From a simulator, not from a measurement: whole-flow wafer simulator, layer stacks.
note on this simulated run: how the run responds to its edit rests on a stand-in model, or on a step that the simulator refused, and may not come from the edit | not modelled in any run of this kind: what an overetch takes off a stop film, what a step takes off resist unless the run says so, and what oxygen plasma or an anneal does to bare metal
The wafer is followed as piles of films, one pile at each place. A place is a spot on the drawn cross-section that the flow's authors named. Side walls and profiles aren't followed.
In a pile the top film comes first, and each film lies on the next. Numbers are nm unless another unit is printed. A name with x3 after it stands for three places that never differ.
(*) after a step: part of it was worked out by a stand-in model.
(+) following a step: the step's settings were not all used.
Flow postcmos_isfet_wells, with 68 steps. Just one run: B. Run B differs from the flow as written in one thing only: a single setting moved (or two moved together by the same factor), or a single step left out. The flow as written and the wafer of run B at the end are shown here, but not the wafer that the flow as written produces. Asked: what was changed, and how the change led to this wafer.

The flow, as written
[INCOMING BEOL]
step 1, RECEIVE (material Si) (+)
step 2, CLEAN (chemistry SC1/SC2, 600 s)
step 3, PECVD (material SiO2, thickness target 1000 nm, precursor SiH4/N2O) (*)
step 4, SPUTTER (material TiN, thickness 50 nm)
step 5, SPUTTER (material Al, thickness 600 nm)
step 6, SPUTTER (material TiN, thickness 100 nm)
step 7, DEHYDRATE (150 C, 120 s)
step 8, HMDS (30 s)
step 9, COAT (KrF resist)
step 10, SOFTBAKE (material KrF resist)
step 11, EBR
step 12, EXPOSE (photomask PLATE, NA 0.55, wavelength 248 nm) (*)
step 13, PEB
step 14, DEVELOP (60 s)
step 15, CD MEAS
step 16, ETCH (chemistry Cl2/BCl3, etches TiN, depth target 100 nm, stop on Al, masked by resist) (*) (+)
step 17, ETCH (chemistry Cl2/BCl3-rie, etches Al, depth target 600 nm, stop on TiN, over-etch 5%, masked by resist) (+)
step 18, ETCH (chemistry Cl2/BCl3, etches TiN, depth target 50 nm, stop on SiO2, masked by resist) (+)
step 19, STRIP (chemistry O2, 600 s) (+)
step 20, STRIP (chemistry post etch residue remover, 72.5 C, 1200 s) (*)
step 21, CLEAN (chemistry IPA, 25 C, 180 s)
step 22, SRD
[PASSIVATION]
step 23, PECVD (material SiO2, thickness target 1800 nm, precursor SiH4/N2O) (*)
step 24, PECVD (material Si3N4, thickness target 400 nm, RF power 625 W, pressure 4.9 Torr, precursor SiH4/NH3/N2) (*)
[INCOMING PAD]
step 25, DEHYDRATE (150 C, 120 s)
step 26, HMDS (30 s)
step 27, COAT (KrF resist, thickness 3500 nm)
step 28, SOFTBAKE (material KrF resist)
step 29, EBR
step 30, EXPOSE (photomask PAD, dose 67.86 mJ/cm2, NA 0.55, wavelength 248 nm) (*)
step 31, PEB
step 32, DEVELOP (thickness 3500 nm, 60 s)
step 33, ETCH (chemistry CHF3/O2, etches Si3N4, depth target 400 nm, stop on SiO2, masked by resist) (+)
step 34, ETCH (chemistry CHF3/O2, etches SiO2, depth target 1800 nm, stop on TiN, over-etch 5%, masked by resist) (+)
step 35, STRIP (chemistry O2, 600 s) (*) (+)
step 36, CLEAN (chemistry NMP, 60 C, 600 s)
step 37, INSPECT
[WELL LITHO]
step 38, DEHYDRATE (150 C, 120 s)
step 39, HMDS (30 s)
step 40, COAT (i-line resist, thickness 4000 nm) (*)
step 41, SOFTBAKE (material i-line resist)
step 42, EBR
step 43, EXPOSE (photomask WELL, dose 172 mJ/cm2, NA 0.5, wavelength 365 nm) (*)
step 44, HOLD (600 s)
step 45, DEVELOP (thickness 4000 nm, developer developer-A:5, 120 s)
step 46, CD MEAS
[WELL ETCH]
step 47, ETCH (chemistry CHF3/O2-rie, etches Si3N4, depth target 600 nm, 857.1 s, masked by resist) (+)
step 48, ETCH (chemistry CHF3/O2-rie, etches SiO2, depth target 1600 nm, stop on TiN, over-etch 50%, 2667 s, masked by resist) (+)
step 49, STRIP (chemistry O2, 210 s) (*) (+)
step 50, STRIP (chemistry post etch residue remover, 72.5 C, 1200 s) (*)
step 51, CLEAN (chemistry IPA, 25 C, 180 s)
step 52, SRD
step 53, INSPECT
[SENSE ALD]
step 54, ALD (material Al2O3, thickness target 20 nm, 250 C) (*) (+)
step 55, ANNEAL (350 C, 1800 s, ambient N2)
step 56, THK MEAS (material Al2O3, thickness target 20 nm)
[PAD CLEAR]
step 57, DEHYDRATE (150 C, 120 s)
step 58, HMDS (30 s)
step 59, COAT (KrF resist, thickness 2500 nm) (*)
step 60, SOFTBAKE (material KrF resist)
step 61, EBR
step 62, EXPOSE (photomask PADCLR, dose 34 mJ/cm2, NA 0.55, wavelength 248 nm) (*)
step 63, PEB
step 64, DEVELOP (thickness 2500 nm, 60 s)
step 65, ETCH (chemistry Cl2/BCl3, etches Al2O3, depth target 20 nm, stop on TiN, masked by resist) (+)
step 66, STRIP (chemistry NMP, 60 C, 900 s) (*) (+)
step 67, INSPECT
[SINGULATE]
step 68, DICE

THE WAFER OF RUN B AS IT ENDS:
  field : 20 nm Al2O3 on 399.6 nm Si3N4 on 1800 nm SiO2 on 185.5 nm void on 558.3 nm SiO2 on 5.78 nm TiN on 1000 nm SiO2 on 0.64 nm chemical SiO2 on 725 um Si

The reason: step 18, ETCH: depth target 43.8 nm was run, whereas the flow has depth target 50 nm.

The path from the change to this, step by step:
  step 18, ETCH (chemistry Cl2/BCl3, etches TiN, depth target 50 nm, stop on SiO2, masked by resist) (+)
      field: -43.8 TiN (it would be, as written: -50 TiN (all of it))
      margin, well900, well1300 x3, pad_rim, pad_clr, pad_open: -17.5 KrF resist (it would be, as written: -20 KrF resist)
  step 23, PECVD (material SiO2, thickness target 1800 nm, precursor SiH4/N2O) (*)
      field: +1800 SiO2 (new film), +185.5 void (new film), +558.3 SiO2 (new film) (it would be, as written: +1800 SiO2 (new film), +189.9 void (new film), +559.7 SiO2)
If metal films that touch count as one body, field has 1 body; the flow as written gives 0 bodies.
